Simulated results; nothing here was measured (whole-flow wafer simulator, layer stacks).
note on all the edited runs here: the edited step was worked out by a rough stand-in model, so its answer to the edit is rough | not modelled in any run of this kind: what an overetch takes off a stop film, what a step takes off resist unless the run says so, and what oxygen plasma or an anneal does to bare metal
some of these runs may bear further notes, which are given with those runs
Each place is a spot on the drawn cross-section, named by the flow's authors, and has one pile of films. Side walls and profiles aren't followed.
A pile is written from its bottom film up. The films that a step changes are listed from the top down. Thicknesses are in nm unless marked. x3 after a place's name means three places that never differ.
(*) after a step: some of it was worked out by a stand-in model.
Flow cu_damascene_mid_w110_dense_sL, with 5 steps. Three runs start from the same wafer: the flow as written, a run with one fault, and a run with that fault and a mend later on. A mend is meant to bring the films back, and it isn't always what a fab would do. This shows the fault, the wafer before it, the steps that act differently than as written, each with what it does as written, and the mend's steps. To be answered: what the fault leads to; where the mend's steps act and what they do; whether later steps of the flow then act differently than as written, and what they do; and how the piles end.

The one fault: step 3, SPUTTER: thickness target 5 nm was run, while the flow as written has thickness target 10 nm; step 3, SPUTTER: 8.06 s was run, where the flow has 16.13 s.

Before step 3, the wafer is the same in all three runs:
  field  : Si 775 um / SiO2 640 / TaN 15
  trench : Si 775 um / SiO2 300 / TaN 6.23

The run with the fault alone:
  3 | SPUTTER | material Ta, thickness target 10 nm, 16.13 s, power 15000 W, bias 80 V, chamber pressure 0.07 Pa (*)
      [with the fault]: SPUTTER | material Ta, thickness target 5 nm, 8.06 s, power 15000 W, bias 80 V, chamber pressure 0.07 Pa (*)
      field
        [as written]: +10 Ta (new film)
        [with the fault]: +5 Ta (new film)
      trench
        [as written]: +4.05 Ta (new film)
        [with the fault]: +2.02 Ta (new film)
  Later steps of the flow that are run all act as written at every place that is followed, up to a difference of at most 2% or 0.5 nm, whichever is larger.
  The piles end different from the flow's at field, trench by more than 2% or 0.5 nm, whichever is larger.
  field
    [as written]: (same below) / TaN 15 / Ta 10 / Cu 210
    [with the fault]: (same below) / TaN 15 / Ta 5 / Cu 210
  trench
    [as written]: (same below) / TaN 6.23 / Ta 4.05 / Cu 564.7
    [with the fault]: (same below) / TaN 6.23 / Ta 2.02 / Cu 561.7

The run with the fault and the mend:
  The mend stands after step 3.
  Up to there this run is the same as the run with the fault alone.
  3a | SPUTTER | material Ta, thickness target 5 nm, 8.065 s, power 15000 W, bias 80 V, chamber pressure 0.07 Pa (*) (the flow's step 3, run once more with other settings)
      field
        +5 Ta
      trench
        +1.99 Ta
  Later steps of the flow that are run all act as written at every place that is followed.
  At the end the piles are close to the flow's at the places that both follow, differing by at most 2% or 0.5 nm, whichever is larger.
